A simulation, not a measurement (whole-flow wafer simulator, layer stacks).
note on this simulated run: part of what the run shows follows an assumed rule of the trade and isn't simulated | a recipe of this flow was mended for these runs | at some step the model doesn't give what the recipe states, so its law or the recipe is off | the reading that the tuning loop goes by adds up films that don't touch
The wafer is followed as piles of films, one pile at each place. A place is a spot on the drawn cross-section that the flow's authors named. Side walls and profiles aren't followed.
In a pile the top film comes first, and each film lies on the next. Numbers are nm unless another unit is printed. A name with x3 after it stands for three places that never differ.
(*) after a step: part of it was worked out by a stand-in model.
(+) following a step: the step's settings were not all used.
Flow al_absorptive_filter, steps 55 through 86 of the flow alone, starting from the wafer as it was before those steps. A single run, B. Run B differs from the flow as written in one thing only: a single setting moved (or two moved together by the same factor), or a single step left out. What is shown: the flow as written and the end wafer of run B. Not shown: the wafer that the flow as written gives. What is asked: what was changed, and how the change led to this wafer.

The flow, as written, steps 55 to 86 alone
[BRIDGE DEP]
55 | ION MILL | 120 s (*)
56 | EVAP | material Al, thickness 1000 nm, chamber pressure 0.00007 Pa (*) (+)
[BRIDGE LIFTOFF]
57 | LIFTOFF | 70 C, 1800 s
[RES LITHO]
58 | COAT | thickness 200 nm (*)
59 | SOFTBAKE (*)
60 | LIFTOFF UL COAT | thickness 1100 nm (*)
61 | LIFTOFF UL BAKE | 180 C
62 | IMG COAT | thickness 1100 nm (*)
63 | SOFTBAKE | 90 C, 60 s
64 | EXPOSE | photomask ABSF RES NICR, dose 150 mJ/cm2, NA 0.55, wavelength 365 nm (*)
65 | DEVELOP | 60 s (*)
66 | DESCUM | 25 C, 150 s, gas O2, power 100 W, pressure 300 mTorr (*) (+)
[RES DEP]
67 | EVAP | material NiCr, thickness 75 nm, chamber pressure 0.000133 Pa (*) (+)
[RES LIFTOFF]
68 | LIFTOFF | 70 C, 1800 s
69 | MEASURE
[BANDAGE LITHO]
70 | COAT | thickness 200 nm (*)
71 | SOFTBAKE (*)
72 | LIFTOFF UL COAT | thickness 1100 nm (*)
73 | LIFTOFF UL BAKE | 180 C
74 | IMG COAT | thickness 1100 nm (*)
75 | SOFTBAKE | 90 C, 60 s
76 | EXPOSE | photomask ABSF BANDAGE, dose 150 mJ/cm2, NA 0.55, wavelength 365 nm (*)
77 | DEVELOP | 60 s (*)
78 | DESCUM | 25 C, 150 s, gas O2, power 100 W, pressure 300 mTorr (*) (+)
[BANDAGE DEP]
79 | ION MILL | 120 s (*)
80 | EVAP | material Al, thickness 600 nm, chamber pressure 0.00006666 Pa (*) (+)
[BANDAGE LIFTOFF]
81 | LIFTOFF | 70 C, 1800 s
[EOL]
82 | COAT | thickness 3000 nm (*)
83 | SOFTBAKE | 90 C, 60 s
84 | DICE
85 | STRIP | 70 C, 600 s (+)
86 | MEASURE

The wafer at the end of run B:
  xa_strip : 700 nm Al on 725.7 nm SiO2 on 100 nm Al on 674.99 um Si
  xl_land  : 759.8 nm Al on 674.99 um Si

What caused this: step 56, EVAP: thickness 700 nm was run, whereas the flow has thickness 1000 nm.
The wafer itself shows it: xa_strip has Al 700, and step 56 as written asks for 1000 nm.

Step by step, how the change led to this:
  56 | EVAP | material Al, thickness 1000 nm, chamber pressure 0.00007 Pa (*) (+)
      gnd, pad_far, pad_near and 10 more: Al gains 700 (new film) (as written it would have been: Al gains 1000 (new film))
      xl_land: Al gains 700 (as written it would have been: Al gains 1000)
  57 | LIFTOFF | 70 C, 1800 s
      gnd, xa_field, idc_field: Al loses 700 (all of it), i-line-resist loses 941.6 (all of it), lift-off-underlayer loses 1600 (all of it), acrylic-e-beam-resist loses 200 (all of it) (as written it would have been: Al loses 1000 (all of it), i-line-resist loses 941.6 (all of it), lift-off-underlayer loses 1600 (all of it), acrylic-e-beam-resist loses 200 (all of it))
      pad_far: Al loses 700 (all of it), i-line-resist loses 940.5 (all of it), lift-off-underlayer loses 1591.1 (all of it), acrylic-e-beam-resist loses 198.5 (all of it) (as written it would have been: Al loses 1000 (all of it), i-line-resist loses 940.5 (all of it), lift-off-underlayer loses 1591.1 (all of it), acrylic-e-beam-resist loses 198.5 (all of it))
      (and at 6 other places as well)
  58 | COAT | thickness 200 nm (*)
      xa_margin: acrylic-e-beam-resist gains 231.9 (new film) (as written it would have been: acrylic-e-beam-resist gains 288.1 (new film))
      xa_strip: acrylic-e-beam-resist gains 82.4 (new film) (as written it would have been: acrylic-e-beam-resist gains 66.9 (new film))
      (and at 1 other place as well)
  60 | LIFTOFF UL COAT | thickness 1100 nm (*)
      xa_margin: lift-off-underlayer gains 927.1 (new film) (as written it would have been: lift-off-underlayer gains 1021 (new film))
      xa_strip: lift-off-underlayer gains 541.4 (new film) (as written it would have been: lift-off-underlayer gains 459.8 (new film))
  62 | IMG COAT | thickness 1100 nm (*)
      xa_margin: i-line-resist gains 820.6 (new film) (as written it would have been: i-line-resist gains 741.1 (new film))
      xa_strip: i-line-resist gains 695.1 (new film) (as written it would have been: i-line-resist gains 577.9 (new film))
  63 | SOFTBAKE | 90 C, 60 s
      xa_margin: i-line-resist loses 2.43 (as written it would have been: i-line-resist loses 3.13)
  68 | LIFTOFF | 70 C, 1800 s
      xa_margin: NiCr loses 75 (all of it), i-line-resist loses 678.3 (all of it), lift-off-underlayer loses 927.1 (all of it), acrylic-e-beam-resist loses 231.9 (all of it) (as written it would have been: NiCr loses 75 (all of it), i-line-resist loses 598.1 (all of it), lift-off-underlayer loses 1021 (all of it), acrylic-e-beam-resist loses 288.1 (all of it))
      xa_strip: NiCr loses 75 (all of it), i-line-resist loses 550.6 (all of it), lift-off-underlayer loses 541.4 (all of it), acrylic-e-beam-resist loses 82.4 (all of it) (as written it would have been: NiCr loses 75 (all of it), i-line-resist loses 433.3 (all of it), lift-off-underlayer loses 459.8 (all of it), acrylic-e-beam-resist loses 66.9 (all of it))
      (and at 1 other place as well)
  70 | COAT | thickness 200 nm (*)
      xa_margin: acrylic-e-beam-resist gains 231.9 (new film) (as written it would have been: acrylic-e-beam-resist gains 288.1 (new film))
      xa_strip: acrylic-e-beam-resist gains 82.4 (new film) (as written it would have been: acrylic-e-beam-resist gains 66.9 (new film))
  72 | LIFTOFF UL COAT | thickness 1100 nm (*)
      xa_margin: lift-off-underlayer gains 927.1 (new film) (as written it would have been: lift-off-underlayer gains 1021 (new film))
      xa_strip: lift-off-underlayer gains 541.4 (new film) (as written it would have been: lift-off-underlayer gains 459.8 (new film))
  74 | IMG COAT | thickness 1100 nm (*)
      xa_margin: i-line-resist gains 820.6 (new film) (as written it would have been: i-line-resist gains 741.1 (new film))
      xa_strip: i-line-resist gains 695.1 (new film) (as written it would have been: i-line-resist gains 577.9 (new film))
  75 | SOFTBAKE | 90 C, 60 s
      xa_margin: i-line-resist loses 2.43 (as written it would have been: i-line-resist loses 3.13)
  81 | LIFTOFF | 70 C, 1800 s
      xa_margin: Al loses 600 (all of it), i-line-resist loses 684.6 (all of it), lift-off-underlayer loses 927.1 (all of it), acrylic-e-beam-resist loses 231.9 (all of it) (as written it would have been: Al loses 600 (all of it), i-line-resist loses 604.4 (all of it), lift-off-underlayer loses 1021 (all of it), acrylic-e-beam-resist loses 288.1 (all of it))
      xa_strip: Al loses 600 (all of it), i-line-resist loses 556.9 (all of it), lift-off-underlayer loses 541.4 (all of it), acrylic-e-beam-resist loses 82.4 (all of it) (as written it would have been: Al loses 600 (all of it), i-line-resist loses 439.6 (all of it), lift-off-underlayer loses 459.8 (all of it), acrylic-e-beam-resist loses 66.9 (all of it))
  82 | COAT | thickness 3000 nm (*)
      xa_margin: i-line-resist gains 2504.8 (new film) (as written it would have been: i-line-resist gains 2563.4 (new film))
      xa_strip: i-line-resist gains 1828.2 (new film) (as written it would have been: i-line-resist gains 1594.3 (new film))
  83 | SOFTBAKE | 90 C, 60 s
      xa_margin: i-line-resist loses 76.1 (as written it would have been: i-line-resist loses 94.2)
      xa_strip: i-line-resist loses 94.6 (as written it would have been: i-line-resist loses 117.3)
  85 | STRIP | 70 C, 600 s (+)
      xa_strip: i-line-resist loses 1733.7 (all of it) (as written it would have been: i-line-resist loses 1477 (all of it))
